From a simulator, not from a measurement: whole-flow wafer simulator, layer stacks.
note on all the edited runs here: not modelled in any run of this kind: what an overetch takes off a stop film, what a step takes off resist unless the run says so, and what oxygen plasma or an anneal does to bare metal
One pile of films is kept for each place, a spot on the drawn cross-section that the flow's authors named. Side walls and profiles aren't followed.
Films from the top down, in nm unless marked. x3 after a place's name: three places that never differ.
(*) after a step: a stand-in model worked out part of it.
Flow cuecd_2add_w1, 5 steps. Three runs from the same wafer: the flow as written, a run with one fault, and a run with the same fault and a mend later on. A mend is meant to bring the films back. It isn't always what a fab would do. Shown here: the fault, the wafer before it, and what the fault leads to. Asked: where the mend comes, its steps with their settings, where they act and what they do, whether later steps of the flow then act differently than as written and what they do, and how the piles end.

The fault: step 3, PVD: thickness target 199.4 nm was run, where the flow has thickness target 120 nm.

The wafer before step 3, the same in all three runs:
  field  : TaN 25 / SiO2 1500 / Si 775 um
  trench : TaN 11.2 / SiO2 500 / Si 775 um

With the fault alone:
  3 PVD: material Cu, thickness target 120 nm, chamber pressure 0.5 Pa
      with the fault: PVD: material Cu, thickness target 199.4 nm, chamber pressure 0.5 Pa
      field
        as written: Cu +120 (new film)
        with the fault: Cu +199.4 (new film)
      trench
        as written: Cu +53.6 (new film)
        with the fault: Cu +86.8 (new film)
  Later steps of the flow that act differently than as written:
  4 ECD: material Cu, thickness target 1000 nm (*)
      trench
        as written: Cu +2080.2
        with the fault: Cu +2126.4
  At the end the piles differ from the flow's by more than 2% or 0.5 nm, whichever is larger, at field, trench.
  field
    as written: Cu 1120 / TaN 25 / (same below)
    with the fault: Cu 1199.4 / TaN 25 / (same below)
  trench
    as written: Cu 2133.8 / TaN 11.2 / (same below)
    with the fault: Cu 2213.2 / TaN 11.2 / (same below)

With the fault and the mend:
  The mend comes after step 3.
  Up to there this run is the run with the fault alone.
  3a ETCH: chemistry cu recess dil, depth target 228.3 nm
      field
        Cu -199.4 (all of it)
      trench
        Cu -86.8 (all of it)
  3b PVD: material Cu, thickness target 120 nm, chamber pressure 0.5 Pa (the flow's step 3 once more)
      field
        Cu +120 (new film)
      trench
        Cu +53.6 (new film)
  No later step of the flow acts differently than as written at any place that is followed.
  At the end the piles are the same as the flow's at every place that both follow.
